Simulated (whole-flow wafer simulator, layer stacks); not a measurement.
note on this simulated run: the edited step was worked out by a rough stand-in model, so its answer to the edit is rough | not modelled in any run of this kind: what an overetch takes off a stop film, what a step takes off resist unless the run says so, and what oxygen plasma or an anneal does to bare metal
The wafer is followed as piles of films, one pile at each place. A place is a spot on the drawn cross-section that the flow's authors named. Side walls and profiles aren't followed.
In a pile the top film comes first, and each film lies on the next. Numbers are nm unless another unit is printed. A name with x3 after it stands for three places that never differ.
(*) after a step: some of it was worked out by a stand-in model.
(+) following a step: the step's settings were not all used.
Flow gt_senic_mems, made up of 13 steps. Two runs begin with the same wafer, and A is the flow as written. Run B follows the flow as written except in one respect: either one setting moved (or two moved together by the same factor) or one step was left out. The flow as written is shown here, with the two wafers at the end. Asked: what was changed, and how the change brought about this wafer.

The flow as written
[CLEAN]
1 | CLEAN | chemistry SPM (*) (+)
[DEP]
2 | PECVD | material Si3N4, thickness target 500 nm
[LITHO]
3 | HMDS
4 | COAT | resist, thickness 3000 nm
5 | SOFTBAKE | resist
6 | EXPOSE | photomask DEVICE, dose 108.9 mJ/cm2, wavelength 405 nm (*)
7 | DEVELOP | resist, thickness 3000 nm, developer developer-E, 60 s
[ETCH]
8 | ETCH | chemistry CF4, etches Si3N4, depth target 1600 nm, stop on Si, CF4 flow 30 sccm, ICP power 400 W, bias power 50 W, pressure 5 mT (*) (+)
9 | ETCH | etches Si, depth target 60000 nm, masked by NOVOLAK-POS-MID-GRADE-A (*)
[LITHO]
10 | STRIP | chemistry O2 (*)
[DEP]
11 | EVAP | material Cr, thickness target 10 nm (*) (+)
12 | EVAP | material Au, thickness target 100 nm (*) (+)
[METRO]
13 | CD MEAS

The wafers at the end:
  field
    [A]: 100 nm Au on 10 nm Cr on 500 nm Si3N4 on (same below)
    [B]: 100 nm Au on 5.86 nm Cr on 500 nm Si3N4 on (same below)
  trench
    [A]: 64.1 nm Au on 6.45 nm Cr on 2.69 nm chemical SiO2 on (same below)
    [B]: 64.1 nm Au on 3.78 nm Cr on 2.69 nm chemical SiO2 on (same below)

What caused this: step 11, EVAP: thickness target 5.86 nm was run, whereas the flow has thickness target 10 nm.
The wafer itself shows it: field has Cr 5.86, and step 11 as written asks for 10 nm.

How this came from the change, step by step:
  11 | EVAP | material Cr, thickness target 10 nm (*) (+)
      field: A Cr gains 10 (new film) | B Cr gains 5.86 (new film)
      trench: A Cr gains 6.45 (new film) | B Cr gains 3.78 (new film)
